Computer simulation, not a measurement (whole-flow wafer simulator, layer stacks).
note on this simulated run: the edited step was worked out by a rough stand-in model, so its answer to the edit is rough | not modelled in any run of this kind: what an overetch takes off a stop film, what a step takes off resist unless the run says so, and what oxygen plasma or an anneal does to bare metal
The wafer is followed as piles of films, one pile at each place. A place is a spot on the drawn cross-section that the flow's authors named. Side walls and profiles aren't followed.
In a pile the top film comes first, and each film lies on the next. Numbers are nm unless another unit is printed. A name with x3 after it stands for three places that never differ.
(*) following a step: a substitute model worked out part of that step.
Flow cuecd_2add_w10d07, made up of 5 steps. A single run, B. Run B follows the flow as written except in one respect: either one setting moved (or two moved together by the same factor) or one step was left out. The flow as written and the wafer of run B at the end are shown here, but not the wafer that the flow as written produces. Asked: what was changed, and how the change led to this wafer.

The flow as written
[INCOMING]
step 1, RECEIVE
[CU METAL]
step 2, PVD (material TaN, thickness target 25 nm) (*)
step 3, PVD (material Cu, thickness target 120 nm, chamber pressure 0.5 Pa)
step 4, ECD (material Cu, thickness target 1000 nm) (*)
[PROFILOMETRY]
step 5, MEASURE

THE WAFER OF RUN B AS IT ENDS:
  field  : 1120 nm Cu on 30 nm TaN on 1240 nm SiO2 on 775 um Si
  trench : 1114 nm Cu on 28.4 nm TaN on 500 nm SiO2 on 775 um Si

The reason: step 2, PVD: thickness target 30 nm was run, while the flow as written has thickness target 25 nm.
One can read it off the wafer: field has TaN 30, and step 2 as written asks for 25 nm.

The path from the change to this, step by step:
  step 2, PVD (material TaN, thickness target 25 nm) (*)
      field: TaN gains 30 (new film) (in the flow as written it would be: TaN gains 25 (new film))
      trench: TaN gains 28.4 (new film) (in the flow as written it would be: TaN gains 23.7 (new film))
